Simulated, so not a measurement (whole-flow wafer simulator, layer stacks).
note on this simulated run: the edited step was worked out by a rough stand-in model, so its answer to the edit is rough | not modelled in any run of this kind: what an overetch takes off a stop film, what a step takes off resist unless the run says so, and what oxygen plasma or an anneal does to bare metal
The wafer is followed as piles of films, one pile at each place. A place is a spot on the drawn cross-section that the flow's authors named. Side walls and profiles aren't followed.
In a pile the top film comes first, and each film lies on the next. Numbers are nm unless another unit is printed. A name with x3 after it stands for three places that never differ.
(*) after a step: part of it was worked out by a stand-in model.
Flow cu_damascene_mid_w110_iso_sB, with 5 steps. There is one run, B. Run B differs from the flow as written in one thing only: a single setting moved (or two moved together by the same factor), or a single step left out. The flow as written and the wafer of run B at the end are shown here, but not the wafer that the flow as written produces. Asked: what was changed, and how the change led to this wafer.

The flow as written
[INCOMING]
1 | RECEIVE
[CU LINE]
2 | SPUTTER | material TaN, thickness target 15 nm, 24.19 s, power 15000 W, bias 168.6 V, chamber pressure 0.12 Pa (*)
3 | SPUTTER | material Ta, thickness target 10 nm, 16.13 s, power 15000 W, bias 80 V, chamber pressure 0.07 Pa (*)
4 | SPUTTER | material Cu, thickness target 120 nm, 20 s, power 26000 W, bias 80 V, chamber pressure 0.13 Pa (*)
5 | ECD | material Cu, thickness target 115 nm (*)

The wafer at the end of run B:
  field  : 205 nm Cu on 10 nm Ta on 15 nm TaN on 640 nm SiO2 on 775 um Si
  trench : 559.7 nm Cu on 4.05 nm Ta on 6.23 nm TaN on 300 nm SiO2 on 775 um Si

The reason: step 4, SPUTTER: thickness target 90 nm was run, whereas the flow has thickness target 120 nm; step 4, SPUTTER: 15 s was run, where the flow has 20 s.

The path from the change to this, step by step:
  4 | SPUTTER | material Cu, thickness target 120 nm, 20 s, power 26000 W, bias 80 V, chamber pressure 0.13 Pa (*)
      field: Cu gains 90 (new film) (as written it would have been: Cu gains 120 (new film))
      trench: Cu gains 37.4 (new film) (as written it would have been: Cu gains 49.9 (new film))
  5 | ECD | material Cu, thickness target 115 nm (*)
      trench: Cu gains 522.3 (as written it would have been: Cu gains 539.8)
